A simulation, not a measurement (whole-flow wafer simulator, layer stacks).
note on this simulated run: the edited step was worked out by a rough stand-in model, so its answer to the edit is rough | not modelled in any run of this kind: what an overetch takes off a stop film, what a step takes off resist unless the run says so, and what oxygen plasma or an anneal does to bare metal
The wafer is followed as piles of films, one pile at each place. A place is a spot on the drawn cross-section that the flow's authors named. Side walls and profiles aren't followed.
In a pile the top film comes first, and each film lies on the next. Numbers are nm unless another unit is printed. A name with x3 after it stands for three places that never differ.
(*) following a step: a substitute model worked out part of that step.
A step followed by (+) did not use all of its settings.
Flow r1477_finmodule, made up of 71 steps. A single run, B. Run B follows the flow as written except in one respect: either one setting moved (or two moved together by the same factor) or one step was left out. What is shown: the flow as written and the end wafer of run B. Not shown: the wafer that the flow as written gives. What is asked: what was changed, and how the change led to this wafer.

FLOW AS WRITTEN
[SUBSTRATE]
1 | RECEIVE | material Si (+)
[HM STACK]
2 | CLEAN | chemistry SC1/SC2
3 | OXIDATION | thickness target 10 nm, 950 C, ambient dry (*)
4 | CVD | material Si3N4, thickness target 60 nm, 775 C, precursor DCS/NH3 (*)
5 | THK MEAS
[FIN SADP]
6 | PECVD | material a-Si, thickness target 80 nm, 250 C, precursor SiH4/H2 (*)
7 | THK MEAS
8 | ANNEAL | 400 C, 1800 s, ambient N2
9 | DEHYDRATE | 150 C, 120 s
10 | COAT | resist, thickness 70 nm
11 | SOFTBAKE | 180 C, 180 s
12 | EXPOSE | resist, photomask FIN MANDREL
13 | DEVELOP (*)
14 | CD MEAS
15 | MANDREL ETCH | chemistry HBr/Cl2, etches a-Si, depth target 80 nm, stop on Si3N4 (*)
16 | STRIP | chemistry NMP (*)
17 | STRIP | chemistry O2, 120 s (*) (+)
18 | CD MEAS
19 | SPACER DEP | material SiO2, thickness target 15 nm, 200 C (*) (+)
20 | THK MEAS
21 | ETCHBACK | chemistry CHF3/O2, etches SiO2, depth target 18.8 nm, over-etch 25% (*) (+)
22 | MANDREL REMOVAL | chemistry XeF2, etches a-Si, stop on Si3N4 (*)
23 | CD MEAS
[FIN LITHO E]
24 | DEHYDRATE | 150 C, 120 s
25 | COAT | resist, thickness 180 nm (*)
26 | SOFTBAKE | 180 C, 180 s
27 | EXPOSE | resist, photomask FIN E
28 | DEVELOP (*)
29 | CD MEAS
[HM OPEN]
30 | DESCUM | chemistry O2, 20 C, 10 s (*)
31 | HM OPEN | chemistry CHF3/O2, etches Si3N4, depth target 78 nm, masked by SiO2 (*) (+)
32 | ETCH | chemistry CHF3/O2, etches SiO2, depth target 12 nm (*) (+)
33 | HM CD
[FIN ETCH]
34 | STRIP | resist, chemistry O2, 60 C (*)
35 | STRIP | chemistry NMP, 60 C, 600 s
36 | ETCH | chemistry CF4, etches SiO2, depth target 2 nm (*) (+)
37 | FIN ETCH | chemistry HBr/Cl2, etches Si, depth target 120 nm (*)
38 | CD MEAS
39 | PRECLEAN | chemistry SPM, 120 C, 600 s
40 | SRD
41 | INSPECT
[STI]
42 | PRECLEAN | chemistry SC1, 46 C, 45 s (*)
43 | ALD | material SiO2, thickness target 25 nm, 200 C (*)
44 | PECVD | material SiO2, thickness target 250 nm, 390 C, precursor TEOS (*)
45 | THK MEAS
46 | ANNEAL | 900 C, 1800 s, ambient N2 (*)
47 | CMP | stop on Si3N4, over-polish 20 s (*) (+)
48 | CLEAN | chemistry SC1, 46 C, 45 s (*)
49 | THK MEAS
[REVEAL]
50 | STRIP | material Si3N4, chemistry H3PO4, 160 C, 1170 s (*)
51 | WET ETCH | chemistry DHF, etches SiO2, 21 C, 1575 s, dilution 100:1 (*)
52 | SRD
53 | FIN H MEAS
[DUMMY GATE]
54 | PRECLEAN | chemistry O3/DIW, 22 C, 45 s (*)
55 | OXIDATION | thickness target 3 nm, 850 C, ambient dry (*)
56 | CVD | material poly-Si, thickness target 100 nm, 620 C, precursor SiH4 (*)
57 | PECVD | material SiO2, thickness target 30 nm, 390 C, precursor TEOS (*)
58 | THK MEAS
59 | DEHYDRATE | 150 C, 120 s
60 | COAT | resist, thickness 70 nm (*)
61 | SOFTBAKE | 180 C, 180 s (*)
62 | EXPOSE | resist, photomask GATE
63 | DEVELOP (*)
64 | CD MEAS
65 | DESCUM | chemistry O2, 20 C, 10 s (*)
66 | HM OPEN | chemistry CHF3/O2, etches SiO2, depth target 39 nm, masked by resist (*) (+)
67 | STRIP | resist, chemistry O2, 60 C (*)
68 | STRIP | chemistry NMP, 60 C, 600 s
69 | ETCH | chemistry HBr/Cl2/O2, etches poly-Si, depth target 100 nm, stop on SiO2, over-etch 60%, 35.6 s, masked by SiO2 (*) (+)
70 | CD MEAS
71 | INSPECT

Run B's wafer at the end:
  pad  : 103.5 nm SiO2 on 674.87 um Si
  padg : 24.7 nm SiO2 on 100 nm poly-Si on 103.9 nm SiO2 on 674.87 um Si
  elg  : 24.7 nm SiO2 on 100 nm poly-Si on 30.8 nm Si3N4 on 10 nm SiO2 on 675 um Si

What caused this: step 36, ETCH: depth target 2.8 nm was run, while the flow as written has depth target 2 nm.

The path from the change to this, step by step:
  36 | ETCH | chemistry CF4, etches SiO2, depth target 2 nm (*) (+)
      pad, padg, esg and 19 more: -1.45 chemical SiO2 (all of it), -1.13 Si (as written it would have been: -1.45 chemical SiO2 (all of it), -0.46 Si)
      elg, e40lg, e100lg, e200lg, elo, e40lo, e100lo, e200lo: -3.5 Si3N4 (as written it would have been: -2.5 Si3N4)
      (and at 6 other places as well)
  51 | WET ETCH | chemistry DHF, etches SiO2, 21 C, 1575 s, dilution 100:1 (*)
      elg, e40lg, e100lg, e200lg, elo, e40lo, e100lo, e200lo: -18.8 SiO2 (all of it), -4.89 Si3N4 (as written it would have been: -17.8 SiO2 (all of it), -4.97 Si3N4)
